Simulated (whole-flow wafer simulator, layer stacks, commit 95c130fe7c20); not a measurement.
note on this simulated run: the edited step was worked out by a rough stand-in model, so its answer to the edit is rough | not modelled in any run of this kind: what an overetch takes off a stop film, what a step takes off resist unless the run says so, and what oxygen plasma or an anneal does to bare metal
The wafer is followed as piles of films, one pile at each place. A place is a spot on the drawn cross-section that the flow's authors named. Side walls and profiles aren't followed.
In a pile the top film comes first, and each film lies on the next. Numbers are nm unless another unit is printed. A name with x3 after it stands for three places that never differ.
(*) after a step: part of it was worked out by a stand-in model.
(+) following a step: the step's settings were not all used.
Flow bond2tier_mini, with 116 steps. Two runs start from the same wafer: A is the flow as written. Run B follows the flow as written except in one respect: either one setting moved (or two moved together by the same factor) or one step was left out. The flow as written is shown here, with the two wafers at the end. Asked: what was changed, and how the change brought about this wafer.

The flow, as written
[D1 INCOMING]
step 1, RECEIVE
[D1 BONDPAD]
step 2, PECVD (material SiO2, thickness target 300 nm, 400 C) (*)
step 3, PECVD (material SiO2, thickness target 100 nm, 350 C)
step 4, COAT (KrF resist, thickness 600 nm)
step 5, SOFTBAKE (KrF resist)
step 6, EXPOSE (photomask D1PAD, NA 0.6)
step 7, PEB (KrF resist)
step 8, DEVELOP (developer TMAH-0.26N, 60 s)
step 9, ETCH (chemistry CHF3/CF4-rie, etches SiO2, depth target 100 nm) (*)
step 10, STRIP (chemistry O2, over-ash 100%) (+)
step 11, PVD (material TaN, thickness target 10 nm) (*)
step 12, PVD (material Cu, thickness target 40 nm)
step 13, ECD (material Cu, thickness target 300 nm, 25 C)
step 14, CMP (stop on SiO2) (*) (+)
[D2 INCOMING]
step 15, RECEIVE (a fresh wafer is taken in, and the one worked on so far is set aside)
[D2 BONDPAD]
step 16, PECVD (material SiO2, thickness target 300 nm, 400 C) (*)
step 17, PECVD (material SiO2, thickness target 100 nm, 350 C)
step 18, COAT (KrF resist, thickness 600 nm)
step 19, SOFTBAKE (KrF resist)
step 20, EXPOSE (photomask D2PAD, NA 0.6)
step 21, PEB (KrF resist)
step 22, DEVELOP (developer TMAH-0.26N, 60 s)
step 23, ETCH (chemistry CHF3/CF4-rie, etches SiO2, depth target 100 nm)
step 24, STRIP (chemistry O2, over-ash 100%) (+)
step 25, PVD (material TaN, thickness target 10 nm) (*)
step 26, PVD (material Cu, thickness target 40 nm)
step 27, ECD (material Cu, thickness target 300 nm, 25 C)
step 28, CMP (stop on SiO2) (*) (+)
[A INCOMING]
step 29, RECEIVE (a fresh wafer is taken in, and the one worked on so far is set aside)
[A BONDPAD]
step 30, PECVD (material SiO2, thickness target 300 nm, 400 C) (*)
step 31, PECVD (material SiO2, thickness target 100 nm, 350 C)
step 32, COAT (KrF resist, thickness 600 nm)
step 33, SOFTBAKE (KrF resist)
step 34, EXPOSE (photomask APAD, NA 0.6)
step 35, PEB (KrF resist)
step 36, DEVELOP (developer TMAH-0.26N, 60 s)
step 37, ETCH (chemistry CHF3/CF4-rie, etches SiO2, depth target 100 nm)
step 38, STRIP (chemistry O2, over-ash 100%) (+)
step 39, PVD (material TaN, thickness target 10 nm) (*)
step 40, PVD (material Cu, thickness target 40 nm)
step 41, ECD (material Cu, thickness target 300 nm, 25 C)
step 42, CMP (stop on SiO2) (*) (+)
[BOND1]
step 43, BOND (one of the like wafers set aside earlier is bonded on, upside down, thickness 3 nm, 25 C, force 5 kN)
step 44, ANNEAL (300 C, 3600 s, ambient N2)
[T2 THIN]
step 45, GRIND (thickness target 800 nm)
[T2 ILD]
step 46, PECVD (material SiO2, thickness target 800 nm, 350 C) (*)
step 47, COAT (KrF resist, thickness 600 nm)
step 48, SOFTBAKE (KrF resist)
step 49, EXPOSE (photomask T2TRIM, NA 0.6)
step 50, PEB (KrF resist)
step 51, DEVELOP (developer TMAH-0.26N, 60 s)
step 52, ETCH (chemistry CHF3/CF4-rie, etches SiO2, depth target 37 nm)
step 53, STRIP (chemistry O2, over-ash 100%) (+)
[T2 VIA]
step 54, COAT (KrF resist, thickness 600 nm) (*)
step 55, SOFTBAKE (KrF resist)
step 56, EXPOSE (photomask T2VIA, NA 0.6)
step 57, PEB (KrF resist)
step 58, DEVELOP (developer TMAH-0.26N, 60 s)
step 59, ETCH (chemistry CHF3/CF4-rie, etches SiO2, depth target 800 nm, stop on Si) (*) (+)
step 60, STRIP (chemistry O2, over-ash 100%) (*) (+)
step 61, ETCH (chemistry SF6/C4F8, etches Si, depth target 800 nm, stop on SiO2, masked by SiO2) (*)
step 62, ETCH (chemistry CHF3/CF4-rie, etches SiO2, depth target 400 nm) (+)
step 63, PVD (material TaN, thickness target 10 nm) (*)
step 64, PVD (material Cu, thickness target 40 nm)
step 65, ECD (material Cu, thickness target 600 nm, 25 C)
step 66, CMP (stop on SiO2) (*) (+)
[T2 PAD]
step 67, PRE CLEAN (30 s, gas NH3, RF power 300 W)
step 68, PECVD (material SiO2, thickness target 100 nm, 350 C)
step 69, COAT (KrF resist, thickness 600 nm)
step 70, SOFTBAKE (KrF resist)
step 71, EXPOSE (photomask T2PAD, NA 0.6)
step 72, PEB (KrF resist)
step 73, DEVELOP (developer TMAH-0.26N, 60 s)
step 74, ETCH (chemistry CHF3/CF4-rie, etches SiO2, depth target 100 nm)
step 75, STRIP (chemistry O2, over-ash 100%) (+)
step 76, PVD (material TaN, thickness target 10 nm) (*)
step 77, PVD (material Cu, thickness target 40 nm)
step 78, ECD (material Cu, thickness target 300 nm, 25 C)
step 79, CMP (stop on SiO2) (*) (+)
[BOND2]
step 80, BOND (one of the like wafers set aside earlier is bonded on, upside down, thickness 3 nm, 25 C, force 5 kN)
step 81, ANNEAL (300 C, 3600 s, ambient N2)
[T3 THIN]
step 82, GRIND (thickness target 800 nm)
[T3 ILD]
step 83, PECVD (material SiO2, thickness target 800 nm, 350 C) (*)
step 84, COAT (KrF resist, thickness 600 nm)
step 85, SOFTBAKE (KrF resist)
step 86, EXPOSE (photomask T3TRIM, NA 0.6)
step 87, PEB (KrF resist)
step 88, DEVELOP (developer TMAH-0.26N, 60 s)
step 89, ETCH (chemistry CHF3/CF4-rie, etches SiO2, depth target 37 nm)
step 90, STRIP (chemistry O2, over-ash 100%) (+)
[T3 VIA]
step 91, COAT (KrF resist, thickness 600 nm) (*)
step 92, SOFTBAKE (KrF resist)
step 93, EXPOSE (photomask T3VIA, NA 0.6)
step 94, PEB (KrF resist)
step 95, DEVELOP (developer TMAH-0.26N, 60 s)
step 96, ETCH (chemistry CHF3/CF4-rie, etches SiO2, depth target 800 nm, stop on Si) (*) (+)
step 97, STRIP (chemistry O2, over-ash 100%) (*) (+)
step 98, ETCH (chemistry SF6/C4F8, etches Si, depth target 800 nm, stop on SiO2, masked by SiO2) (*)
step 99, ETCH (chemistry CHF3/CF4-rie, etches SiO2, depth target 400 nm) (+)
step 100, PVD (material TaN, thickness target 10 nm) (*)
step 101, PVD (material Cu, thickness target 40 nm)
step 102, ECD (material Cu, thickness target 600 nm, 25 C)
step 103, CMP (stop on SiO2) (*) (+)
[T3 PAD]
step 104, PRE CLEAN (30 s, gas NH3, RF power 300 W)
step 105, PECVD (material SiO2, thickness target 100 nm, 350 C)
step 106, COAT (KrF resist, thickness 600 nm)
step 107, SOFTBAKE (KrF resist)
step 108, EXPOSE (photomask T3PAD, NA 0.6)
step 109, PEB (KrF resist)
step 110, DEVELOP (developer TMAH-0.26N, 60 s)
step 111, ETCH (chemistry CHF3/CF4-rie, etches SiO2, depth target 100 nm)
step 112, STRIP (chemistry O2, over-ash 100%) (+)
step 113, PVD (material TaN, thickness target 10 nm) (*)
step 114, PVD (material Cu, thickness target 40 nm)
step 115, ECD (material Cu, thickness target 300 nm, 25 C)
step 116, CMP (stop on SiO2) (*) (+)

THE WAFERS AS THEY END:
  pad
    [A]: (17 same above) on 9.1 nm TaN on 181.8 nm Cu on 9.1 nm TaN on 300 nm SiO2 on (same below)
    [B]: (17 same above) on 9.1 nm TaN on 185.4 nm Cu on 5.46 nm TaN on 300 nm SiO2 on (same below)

The reason: step 39, PVD: thickness target 6 nm was run, whereas the flow has thickness target 10 nm.

How this came from the change, step by step:
  step 39, PVD (material TaN, thickness target 10 nm) (*)
      field: A +10 TaN (new film) | B +6 TaN (new film)
      pad: A +9.1 TaN (new film) | B +5.46 TaN (new film)
      (as well as at 1 more place)
  step 42, CMP (stop on SiO2) (*) (+)
      field: A -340 Cu (all of it), -10 TaN (all of it) | B -340 Cu (all of it), -6 TaN (all of it)
